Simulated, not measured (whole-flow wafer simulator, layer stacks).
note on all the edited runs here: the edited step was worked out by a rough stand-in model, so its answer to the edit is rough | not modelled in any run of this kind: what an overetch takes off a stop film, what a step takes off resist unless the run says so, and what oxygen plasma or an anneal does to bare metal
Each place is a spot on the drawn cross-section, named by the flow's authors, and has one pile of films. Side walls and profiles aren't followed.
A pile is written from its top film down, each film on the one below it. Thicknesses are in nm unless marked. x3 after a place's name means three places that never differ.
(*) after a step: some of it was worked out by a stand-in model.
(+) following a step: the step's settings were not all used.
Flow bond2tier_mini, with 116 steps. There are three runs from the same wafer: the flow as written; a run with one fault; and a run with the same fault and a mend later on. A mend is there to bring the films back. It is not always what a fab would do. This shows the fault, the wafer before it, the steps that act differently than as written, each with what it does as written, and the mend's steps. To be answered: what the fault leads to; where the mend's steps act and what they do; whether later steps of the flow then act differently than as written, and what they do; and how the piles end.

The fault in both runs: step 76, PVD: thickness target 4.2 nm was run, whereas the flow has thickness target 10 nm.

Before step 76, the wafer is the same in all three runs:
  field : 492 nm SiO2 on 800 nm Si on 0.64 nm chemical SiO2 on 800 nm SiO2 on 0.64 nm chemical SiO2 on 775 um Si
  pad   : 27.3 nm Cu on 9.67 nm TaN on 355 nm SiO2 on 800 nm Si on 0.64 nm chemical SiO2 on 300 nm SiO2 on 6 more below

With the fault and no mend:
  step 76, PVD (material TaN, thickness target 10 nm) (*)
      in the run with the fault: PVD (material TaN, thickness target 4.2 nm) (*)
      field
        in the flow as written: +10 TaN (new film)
        in the run with the fault: +4.2 TaN (new film)
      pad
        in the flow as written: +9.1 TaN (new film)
        in the run with the fault: +3.82 TaN (new film)
  Later steps of the flow acting differently than as written (not shown: 2 more steps that differ only slightly, by at most 2% or 0.5 nm, whichever is larger):
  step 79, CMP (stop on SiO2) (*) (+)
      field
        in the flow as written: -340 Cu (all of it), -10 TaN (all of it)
        in the run with the fault: -340 Cu (all of it), -4.2 TaN (all of it)
  The piles end different from the flow's at pad by more than 2% or 0.5 nm, whichever is larger.
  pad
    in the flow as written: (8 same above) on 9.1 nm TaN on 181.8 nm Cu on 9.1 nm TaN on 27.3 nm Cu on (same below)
    in the run with the fault: (8 same above) on 9.1 nm TaN on 187.1 nm Cu on 3.82 nm TaN on 27.3 nm Cu on (same below)

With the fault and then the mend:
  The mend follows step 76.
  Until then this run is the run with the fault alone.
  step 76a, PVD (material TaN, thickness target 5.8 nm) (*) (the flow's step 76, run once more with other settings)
      field
        +5.8 TaN
      pad
        +5.28 TaN
  Later steps of the flow that are run all act as written at every place that is followed.
  The piles end the same as the flow's at every place that both follow.
